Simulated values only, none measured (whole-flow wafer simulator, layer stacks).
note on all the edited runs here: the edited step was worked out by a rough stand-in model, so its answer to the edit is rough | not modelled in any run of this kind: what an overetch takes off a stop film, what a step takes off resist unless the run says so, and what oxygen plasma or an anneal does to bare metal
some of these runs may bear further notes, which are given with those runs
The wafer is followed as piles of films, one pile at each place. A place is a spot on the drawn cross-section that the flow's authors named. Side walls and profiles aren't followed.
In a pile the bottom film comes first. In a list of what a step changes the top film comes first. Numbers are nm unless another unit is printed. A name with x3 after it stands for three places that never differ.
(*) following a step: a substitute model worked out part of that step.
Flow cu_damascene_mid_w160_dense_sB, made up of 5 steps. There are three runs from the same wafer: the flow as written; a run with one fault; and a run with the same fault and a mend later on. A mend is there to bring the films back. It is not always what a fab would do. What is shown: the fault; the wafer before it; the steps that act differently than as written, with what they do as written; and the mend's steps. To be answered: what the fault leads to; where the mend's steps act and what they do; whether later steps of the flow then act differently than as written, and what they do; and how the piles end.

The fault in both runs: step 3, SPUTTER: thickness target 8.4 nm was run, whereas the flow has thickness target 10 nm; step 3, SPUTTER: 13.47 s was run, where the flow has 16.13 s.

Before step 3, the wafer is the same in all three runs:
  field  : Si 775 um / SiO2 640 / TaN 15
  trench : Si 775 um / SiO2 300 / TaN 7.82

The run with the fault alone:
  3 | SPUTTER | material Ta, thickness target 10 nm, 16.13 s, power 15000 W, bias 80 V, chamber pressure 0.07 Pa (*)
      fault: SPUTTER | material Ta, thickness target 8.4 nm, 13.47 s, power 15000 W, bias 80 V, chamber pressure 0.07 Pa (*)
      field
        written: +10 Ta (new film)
        fault: +8.4 Ta (new film)
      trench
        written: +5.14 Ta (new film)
        fault: +4.31 Ta (new film)
  None of the later steps of the flow differs from how it acts as written, at any place that is followed, by more than 2% or 0.5 nm, whichever is larger.
  The piles end different from the flow's at field, trench by more than 2% or 0.5 nm, whichever is larger.
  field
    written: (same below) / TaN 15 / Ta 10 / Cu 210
    fault: (same below) / TaN 15 / Ta 8.4 / Cu 210
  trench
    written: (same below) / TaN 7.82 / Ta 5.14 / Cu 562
    fault: (same below) / TaN 7.82 / Ta 4.31 / Cu 561.3

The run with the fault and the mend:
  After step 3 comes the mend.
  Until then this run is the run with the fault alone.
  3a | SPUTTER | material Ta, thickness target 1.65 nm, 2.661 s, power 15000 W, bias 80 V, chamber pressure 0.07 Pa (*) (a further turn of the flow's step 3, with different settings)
      field
        +1.65 Ta
      trench
        +0.83 Ta
  None of the later steps of the flow differs from how it acts as written, at any place that is followed, by more than 2% or 0.5 nm, whichever is larger.
  The piles end only slightly different from the flow's at the places that both follow, by no more than 2% or 0.5 nm, whichever is larger.
